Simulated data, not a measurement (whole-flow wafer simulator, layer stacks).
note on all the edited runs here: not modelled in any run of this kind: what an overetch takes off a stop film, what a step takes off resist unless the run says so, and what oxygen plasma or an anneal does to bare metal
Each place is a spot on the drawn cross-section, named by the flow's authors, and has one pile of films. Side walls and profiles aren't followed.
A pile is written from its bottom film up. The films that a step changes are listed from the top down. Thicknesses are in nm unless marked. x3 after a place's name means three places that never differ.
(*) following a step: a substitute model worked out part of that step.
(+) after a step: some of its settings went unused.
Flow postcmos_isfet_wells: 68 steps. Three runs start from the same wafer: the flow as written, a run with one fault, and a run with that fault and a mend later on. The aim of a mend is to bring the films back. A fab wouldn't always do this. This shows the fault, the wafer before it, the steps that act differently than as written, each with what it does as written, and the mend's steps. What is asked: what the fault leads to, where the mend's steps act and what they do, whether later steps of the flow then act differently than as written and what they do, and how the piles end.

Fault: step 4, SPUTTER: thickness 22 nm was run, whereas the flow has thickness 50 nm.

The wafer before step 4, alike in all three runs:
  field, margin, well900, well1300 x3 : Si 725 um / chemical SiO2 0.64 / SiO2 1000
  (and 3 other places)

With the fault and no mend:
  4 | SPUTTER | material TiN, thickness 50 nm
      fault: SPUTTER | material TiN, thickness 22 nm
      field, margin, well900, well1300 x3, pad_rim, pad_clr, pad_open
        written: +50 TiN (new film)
        fault: +22 TiN (new film)
  Later steps of the flow acting differently than as written (not shown: 1 more step that differs only slightly, by at most 2% or 0.5 nm, whichever is larger):
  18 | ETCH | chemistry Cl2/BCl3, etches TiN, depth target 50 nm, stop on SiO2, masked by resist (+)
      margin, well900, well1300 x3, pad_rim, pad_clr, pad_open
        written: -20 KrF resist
        fault: -13.2 KrF resist
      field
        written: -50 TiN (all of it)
        fault: -22 TiN (all of it)
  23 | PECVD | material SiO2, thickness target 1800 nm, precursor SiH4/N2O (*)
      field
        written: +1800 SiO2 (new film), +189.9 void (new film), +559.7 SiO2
        fault: +1800 SiO2 (new film), +168.9 void (new film), +552.7 SiO2
  By the end, the piles at field, margin, well900, well1300 x3, pad_rim, pad_clr, pad_open depart from the flow's by more than 2% or 0.5 nm, whichever is larger.
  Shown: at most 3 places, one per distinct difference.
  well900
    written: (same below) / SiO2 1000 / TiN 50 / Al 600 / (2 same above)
    fault: (same below) / SiO2 1000 / TiN 22 / Al 600 / (2 same above)
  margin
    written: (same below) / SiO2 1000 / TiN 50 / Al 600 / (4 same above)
    fault: (same below) / SiO2 1000 / TiN 22 / Al 600 / (4 same above)
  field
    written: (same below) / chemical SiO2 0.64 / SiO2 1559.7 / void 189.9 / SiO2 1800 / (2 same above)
    fault: (same below) / chemical SiO2 0.64 / SiO2 1552.7 / void 168.9 / SiO2 1800 / (2 same above)

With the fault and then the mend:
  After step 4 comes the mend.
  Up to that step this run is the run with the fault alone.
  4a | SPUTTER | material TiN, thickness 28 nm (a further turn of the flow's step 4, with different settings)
      field, margin, well900, well1300 x3, pad_rim, pad_clr, pad_open
        +28 TiN
  None of the later steps of the flow acts differently than as written at any place that is followed.
  The piles end the same as the flow's at every place that both follow.
